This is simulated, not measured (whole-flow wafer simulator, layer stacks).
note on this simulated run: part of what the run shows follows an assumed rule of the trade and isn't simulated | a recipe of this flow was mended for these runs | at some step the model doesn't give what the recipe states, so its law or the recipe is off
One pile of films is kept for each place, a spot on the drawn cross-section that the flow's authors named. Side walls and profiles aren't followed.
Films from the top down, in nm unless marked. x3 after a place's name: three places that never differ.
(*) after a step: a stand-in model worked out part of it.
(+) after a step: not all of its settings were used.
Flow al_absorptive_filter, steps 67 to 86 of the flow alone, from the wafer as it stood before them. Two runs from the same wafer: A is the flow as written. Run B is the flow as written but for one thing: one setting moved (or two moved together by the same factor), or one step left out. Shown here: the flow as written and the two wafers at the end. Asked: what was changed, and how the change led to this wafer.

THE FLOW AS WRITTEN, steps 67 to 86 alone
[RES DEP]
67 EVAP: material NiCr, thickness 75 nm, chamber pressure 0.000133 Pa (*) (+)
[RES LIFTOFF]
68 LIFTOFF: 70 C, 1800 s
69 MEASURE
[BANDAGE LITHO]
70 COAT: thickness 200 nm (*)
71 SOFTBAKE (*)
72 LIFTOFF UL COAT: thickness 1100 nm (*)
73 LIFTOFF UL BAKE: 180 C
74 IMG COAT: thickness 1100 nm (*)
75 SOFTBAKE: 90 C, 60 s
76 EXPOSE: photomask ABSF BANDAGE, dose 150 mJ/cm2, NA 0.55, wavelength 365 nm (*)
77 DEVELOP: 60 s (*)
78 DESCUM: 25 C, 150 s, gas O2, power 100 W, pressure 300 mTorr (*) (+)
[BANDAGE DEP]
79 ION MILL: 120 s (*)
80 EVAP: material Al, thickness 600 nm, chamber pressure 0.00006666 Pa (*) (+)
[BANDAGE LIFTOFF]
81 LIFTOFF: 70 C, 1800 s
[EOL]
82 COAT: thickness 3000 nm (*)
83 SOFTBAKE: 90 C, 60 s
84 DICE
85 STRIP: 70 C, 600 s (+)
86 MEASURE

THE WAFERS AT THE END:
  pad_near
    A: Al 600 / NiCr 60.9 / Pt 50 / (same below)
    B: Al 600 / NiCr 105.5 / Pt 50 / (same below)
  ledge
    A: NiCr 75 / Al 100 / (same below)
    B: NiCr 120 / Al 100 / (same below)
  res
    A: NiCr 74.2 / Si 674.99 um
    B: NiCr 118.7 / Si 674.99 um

The cause: step 67, EVAP: thickness 120 nm was run, where the flow has thickness 75 nm.
It can be read off the wafer: ledge has NiCr 120, and step 67 as written asks for 75 nm.

How the change led to this, step by step:
  67 EVAP: material NiCr, thickness 75 nm, chamber pressure 0.000133 Pa (*) (+)
      gnd, pad_far, ledge and 9 more: A NiCr +75 (new film) | B NiCr +120 (new film)
      pad_near: A NiCr +74.2 (new film) | B NiCr +118.8 (new film)
      (and at 1 more place)
  68 LIFTOFF: 70 C, 1800 s
      xa_field, xl_land, idc_field: A NiCr -75 (all of it), i-line-resist -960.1 (all of it), lift-off-underlayer -1100 (all of it), acrylic-e-beam-resist -200 (all of it) | B NiCr -120 (all of it), i-line-resist -960.1 (all of it), lift-off-underlayer -1100 (all of it), acrylic-e-beam-resist -200 (all of it)
      gnd: A NiCr -75 (all of it), i-line-resist -959.5 (all of it), lift-off-underlayer -1100.9 (all of it), acrylic-e-beam-resist -200.6 (all of it) | B NiCr -120 (all of it), i-line-resist -959.5 (all of it), lift-off-underlayer -1100.9 (all of it), acrylic-e-beam-resist -200.6 (all of it)
      (and at 7 more places)
  70 COAT: thickness 200 nm (*)
      pad_near: A acrylic-e-beam-resist +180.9 (new film) | B acrylic-e-beam-resist +175 (new film)
      res: A acrylic-e-beam-resist +218.1 (new film) | B acrylic-e-beam-resist +209.9 (new film)
  72 LIFTOFF UL COAT: thickness 1100 nm (*)
      ledge: A lift-off-underlayer +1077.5 (new film) | B lift-off-underlayer +1055 (new film)
  78 DESCUM: 25 C, 150 s, gas O2, power 100 W, pressure 300 mTorr (*) (+)
      pad_near: A acrylic-e-beam-resist -180.9 (all of it) | B acrylic-e-beam-resist -175 (all of it)
  81 LIFTOFF: 70 C, 1800 s
      ledge: A Al -600 (all of it), i-line-resist -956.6 (all of it), lift-off-underlayer -1077.5 (all of it), acrylic-e-beam-resist -167 (all of it) | B Al -600 (all of it), i-line-resist -941.5 (all of it), lift-off-underlayer -1055 (all of it), acrylic-e-beam-resist -166.4 (all of it)
      res: A Al -600 (all of it), i-line-resist -964.1 (all of it), lift-off-underlayer -1118.2 (all of it), acrylic-e-beam-resist -218.1 (all of it) | B Al -600 (all of it), i-line-resist -951.2 (all of it), lift-off-underlayer -1100.6 (all of it), acrylic-e-beam-resist -209.9 (all of it)
  83 SOFTBAKE: 90 C, 60 s
      gnd: A i-line-resist +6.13 | B i-line-resist +7.38
      pad_near: A i-line-resist -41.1 | B i-line-resist -44.3
      (and at 2 more places)
